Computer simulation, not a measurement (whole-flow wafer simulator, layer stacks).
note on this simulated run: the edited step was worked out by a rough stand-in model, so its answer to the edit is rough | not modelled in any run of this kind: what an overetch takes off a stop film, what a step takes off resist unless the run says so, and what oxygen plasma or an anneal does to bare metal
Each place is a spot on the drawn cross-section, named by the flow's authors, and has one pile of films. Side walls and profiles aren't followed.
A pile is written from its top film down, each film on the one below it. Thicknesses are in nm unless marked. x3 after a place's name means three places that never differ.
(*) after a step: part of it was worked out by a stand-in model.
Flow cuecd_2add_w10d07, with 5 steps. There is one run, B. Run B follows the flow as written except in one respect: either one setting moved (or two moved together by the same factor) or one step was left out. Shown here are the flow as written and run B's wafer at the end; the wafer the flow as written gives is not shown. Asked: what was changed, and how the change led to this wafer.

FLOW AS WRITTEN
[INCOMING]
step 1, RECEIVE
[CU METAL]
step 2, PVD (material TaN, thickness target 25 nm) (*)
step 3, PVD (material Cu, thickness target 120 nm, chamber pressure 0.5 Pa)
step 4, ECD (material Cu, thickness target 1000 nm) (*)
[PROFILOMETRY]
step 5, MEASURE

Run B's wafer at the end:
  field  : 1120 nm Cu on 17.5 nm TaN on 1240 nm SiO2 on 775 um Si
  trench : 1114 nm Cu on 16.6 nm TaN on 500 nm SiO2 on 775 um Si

Cause: step 2, PVD: thickness target 17.5 nm was run, whereas the flow has thickness target 25 nm.
The wafer lets one read it off: field has TaN 17.5, and step 2 as written asks for 25 nm.

How this came from the change, step by step:
  step 2, PVD (material TaN, thickness target 25 nm) (*)
      field: +17.5 TaN (new film) (it would be, as written: +25 TaN (new film))
      trench: +16.6 TaN (new film) (it would be, as written: +23.7 TaN (new film))
